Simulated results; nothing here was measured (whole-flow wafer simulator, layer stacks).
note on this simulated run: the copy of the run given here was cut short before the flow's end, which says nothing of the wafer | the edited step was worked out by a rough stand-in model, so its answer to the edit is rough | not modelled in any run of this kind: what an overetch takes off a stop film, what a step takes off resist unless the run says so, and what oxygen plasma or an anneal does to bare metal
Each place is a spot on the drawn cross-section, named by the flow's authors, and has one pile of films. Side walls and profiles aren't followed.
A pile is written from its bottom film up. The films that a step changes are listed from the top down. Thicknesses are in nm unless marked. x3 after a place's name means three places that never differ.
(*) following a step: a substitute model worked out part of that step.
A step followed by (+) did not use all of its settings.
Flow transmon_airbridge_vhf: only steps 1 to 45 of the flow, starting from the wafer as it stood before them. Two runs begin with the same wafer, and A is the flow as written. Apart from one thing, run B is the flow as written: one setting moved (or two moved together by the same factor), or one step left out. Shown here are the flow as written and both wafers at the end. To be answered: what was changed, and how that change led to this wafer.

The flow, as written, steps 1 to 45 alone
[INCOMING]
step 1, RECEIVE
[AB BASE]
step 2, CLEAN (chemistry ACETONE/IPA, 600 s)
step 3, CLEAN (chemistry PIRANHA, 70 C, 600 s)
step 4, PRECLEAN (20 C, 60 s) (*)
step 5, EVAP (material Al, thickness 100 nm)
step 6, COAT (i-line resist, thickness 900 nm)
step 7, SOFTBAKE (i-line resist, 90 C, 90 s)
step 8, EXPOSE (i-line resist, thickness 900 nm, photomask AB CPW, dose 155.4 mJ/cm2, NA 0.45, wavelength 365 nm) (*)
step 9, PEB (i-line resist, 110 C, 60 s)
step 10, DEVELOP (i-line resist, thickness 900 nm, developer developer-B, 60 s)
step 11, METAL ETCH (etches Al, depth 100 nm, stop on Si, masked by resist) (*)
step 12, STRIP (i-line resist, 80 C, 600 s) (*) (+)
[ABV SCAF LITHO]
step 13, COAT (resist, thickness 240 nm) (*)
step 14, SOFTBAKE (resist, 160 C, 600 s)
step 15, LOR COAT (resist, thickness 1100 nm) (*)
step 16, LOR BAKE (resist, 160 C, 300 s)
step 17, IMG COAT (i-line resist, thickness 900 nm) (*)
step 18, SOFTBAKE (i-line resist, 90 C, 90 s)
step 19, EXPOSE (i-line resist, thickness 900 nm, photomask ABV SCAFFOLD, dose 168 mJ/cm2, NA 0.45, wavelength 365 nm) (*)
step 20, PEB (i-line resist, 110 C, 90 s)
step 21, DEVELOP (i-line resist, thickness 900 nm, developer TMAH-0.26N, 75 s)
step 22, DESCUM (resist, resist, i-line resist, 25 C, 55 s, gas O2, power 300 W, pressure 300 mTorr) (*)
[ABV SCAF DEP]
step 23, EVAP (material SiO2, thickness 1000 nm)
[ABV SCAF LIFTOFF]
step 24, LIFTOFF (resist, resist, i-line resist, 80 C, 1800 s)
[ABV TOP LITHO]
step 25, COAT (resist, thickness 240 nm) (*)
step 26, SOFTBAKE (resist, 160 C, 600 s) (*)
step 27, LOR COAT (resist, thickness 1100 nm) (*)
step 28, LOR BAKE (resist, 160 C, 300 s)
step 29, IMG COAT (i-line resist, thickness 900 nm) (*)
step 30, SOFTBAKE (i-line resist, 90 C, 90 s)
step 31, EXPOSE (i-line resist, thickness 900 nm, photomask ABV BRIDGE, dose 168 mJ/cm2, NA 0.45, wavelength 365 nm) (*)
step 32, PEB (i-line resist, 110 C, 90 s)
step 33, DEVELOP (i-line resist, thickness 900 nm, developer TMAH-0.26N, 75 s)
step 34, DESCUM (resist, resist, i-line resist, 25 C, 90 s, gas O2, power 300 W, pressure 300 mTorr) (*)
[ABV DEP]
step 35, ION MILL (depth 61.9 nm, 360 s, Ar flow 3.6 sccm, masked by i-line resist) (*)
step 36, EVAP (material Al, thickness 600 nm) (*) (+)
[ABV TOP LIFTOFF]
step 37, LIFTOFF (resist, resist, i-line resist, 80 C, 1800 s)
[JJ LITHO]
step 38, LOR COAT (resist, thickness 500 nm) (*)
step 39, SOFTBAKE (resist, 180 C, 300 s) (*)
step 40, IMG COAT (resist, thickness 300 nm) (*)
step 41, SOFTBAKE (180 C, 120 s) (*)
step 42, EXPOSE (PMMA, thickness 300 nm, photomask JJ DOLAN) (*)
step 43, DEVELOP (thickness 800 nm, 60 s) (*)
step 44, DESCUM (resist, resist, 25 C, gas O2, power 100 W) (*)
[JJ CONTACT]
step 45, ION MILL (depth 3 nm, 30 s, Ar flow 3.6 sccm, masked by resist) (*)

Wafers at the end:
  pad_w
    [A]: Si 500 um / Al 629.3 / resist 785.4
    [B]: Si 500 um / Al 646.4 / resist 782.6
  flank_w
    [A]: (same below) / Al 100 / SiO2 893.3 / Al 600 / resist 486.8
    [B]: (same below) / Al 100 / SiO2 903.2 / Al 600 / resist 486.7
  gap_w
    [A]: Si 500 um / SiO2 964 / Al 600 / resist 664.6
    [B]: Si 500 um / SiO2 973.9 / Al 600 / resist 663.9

What caused this: step 35, ION MILL: 261 s was run, while the flow as written has 360 s.

How this came from the change, step by step:
  step 35, ION MILL (depth 61.9 nm, 360 s, Ar flow 3.6 sccm, masked by i-line resist) (*)
      field x3, jj_line, ground_far, trace_open_s x2, margin_s, margin_n: A i-line resist loses 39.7 | B i-line resist loses 28.8
      flank_w, gap_w, cpw_trace, gap_e, flank_e, bridge_strip: A SiO2 loses 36 | B SiO2 loses 26.1
      (also at 2 further places)
  step 37, LIFTOFF (resist, resist, i-line resist, 80 C, 1800 s)
      margin_s, margin_n: A Al loses 600 (all of it), i-line resist loses 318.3 (all of it), resist loses 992 (all of it) | B Al loses 600 (all of it), i-line resist loses 329.2 (all of it), resist loses 992 (all of it)
